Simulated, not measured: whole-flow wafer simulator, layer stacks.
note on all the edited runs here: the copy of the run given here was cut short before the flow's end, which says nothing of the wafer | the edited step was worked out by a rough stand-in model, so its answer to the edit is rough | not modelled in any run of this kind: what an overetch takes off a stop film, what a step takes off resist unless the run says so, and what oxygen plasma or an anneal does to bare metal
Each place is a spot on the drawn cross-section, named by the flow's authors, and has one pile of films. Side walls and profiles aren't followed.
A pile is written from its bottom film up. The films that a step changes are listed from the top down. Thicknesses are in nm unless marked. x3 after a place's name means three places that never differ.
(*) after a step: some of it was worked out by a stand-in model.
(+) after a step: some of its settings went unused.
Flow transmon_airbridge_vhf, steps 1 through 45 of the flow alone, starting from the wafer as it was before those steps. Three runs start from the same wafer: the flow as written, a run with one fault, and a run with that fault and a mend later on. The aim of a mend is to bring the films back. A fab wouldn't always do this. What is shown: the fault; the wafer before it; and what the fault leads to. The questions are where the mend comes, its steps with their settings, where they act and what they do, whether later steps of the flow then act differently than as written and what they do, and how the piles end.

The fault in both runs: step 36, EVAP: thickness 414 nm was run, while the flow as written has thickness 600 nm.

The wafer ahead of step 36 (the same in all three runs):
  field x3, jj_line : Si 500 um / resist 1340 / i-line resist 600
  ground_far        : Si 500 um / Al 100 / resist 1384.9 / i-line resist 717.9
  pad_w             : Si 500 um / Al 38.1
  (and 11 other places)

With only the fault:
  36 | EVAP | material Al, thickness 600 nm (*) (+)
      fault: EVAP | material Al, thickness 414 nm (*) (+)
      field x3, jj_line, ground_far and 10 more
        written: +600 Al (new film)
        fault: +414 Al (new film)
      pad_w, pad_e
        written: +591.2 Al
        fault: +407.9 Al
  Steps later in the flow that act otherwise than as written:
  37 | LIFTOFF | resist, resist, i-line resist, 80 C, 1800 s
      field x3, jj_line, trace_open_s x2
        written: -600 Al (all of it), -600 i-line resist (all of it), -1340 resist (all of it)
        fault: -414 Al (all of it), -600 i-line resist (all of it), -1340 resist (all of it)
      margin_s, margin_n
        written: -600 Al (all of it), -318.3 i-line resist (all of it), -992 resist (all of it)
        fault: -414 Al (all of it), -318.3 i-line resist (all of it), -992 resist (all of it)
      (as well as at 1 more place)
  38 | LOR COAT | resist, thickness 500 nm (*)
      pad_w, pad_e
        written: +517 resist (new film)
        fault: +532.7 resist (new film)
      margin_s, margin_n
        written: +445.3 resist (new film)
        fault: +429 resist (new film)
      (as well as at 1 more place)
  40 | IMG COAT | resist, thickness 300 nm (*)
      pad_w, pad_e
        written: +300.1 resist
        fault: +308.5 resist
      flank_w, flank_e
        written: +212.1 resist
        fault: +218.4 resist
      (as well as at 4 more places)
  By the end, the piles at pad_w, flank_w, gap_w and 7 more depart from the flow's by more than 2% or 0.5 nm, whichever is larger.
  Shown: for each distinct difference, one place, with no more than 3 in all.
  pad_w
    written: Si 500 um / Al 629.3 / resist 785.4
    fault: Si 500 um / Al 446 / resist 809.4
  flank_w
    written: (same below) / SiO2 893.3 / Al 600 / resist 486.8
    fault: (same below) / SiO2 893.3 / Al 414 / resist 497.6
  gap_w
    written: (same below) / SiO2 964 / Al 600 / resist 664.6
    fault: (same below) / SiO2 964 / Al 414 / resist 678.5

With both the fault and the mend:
  The mend stands after step 36.
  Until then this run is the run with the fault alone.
  36a | EVAP | material Al, thickness 186 nm (*) (+) (a further turn of the flow's step 36, with different settings)
      field x3, jj_line, ground_far and 10 more
        +186 Al
      pad_w, pad_e
        +183.3 Al
  None of the later steps of the flow differs from how it acts as written, at any place that is followed, by more than 2% or 0.5 nm, whichever is larger.
  At the end the piles are close to the flow's at the places that both follow, differing by at most 2% or 0.5 nm, whichever is larger.
